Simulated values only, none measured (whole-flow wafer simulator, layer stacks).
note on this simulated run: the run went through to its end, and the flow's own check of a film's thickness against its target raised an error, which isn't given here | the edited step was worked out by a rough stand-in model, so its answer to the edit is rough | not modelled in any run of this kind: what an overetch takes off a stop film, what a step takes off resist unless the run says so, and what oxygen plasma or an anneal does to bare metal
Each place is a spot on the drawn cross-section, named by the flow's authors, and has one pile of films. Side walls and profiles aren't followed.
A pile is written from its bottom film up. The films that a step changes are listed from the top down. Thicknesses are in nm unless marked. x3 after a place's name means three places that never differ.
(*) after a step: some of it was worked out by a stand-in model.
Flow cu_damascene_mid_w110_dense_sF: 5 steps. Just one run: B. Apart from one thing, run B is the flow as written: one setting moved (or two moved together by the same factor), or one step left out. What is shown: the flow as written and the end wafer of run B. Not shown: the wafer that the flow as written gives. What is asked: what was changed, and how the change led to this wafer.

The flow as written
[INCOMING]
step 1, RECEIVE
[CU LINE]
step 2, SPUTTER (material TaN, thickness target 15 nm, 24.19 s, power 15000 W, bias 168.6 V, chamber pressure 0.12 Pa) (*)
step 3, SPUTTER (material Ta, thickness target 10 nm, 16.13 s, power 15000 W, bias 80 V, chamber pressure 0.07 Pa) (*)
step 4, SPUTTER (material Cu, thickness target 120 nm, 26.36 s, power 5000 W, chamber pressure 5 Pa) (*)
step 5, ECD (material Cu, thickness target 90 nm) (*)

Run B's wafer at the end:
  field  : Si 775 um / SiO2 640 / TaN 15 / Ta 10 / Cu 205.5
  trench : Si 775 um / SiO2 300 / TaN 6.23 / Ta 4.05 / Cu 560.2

What caused this: step 5, ECD: thickness target 85.5 nm was run, while the flow as written has thickness target 90 nm.

The path from the change to this, step by step:
  step 5, ECD (material Cu, thickness target 90 nm) (*)
      field: +85.5 Cu (in the flow as written it would be: +90 Cu)
